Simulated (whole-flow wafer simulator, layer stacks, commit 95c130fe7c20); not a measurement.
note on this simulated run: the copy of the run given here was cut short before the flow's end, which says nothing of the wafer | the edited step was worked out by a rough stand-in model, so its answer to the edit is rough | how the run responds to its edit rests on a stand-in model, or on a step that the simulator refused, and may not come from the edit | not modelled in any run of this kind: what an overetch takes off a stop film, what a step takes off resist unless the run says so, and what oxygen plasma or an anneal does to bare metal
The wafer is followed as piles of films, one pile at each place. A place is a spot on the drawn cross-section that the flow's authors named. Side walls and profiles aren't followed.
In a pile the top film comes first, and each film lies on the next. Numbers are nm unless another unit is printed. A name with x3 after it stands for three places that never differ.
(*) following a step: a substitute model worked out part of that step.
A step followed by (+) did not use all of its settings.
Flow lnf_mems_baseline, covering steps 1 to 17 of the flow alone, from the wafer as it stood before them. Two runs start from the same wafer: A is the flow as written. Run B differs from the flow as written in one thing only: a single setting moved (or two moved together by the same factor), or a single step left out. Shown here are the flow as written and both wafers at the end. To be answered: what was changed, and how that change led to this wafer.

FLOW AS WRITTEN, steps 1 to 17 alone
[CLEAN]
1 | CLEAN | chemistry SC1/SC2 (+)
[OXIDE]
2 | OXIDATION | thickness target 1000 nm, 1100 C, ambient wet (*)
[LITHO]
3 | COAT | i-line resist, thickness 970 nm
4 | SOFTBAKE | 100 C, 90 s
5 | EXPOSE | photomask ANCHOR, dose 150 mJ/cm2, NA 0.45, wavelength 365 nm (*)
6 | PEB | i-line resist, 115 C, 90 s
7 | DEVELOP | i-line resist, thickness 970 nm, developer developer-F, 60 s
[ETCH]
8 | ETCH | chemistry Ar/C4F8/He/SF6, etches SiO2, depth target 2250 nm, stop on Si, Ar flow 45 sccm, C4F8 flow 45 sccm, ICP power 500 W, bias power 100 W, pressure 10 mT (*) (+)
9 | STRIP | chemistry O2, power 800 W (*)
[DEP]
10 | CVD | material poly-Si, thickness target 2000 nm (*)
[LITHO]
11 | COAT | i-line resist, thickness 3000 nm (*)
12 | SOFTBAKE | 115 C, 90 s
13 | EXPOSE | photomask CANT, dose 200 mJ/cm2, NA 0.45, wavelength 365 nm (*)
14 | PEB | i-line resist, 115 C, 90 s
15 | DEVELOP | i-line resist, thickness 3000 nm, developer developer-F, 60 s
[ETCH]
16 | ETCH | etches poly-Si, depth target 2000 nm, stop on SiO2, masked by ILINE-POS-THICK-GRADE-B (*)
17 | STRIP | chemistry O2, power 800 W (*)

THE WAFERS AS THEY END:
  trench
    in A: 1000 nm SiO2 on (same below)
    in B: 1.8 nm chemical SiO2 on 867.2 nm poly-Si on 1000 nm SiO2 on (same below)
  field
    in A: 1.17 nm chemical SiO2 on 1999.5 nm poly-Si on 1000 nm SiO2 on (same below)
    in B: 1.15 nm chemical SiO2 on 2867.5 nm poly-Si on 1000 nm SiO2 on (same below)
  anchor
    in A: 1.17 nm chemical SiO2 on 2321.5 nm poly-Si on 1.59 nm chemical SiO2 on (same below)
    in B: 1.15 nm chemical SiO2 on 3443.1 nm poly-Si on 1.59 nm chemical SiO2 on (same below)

The reason: step 10, CVD: thickness target 2868 nm was run, whereas the flow has thickness target 2000 nm.

Step by step, how the change led to this:
  10 | CVD | material poly-Si, thickness target 2000 nm (*)
      field, beam, trench, char_slit: A poly-Si gains 2000 (new film) | B poly-Si gains 2868 (new film)
      anchor: A poly-Si gains 2322 (new film) | B poly-Si gains 3443.6 (new film)
  11 | COAT | i-line resist, thickness 3000 nm (*)
      anchor: A i-line resist gains 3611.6 (new film) | B i-line resist gains 3372.8 (new film)
  12 | SOFTBAKE | 115 C, 90 s
      field: A i-line resist loses 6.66 | B i-line resist loses 5.29
      anchor: A i-line resist gains 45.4 | B i-line resist gains 34.9
      (as well as at 2 more places)
  14 | PEB | i-line resist, 115 C, 90 s
      anchor: A i-line resist loses 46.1 | B i-line resist loses 41.7
  16 | ETCH | etches poly-Si, depth target 2000 nm, stop on SiO2, masked by ILINE-POS-THICK-GRADE-B (*)
      trench, char_slit: A poly-Si loses 2000 (all of it) | B poly-Si loses 2000
  17 | STRIP | chemistry O2, power 800 W (*)
      trench, char_slit: A nothing | B chemical SiO2 gains 1.8 (new film), poly-Si loses 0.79
      anchor: A chemical SiO2 gains 1.17 (new film), i-line resist loses 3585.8 (all of it), poly-Si loses 0.52 | B chemical SiO2 gains 1.15 (new film), i-line resist loses 3340.9 (all of it), poly-Si loses 0.51
